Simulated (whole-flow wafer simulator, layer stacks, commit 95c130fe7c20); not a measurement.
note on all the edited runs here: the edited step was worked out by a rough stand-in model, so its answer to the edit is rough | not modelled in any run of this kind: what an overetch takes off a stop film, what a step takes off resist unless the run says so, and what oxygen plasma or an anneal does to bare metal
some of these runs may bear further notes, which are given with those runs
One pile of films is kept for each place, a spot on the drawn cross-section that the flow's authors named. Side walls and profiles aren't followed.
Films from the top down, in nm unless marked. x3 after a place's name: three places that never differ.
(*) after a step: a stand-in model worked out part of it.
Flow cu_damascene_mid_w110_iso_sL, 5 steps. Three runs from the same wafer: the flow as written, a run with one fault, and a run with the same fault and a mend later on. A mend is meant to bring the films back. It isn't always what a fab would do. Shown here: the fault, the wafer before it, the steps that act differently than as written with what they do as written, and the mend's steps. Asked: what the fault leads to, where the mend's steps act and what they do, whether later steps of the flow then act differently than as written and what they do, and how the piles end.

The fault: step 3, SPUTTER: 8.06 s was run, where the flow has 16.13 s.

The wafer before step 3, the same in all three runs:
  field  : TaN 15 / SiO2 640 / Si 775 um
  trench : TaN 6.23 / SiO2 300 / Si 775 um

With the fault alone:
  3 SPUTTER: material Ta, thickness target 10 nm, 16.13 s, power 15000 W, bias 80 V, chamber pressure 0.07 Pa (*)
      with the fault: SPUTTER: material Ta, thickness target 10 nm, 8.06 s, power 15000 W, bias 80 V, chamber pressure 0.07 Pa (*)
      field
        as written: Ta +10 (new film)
        with the fault: Ta +5 (new film)
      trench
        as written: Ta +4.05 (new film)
        with the fault: Ta +2.02 (new film)
  No later step of the flow acts differently than as written, at any place that is followed, by more than 2% or 0.5 nm, whichever is larger.
  At the end the piles differ from the flow's by more than 2% or 0.5 nm, whichever is larger, at field, trench.
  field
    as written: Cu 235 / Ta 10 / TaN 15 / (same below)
    with the fault: Cu 235 / Ta 5 / TaN 15 / (same below)
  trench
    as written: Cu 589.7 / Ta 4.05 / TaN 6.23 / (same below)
    with the fault: Cu 586.7 / Ta 2.02 / TaN 6.23 / (same below)

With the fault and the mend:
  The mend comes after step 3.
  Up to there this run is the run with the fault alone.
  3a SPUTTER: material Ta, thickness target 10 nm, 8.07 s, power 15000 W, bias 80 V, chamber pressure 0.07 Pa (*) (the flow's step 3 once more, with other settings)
      field
        Ta +5
      trench
        Ta +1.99
  No later step of the flow acts differently than as written at any place that is followed.
  At the end the piles differ from the flow's only slightly at the places that both follow, by at most 2% or 0.5 nm, whichever is larger.
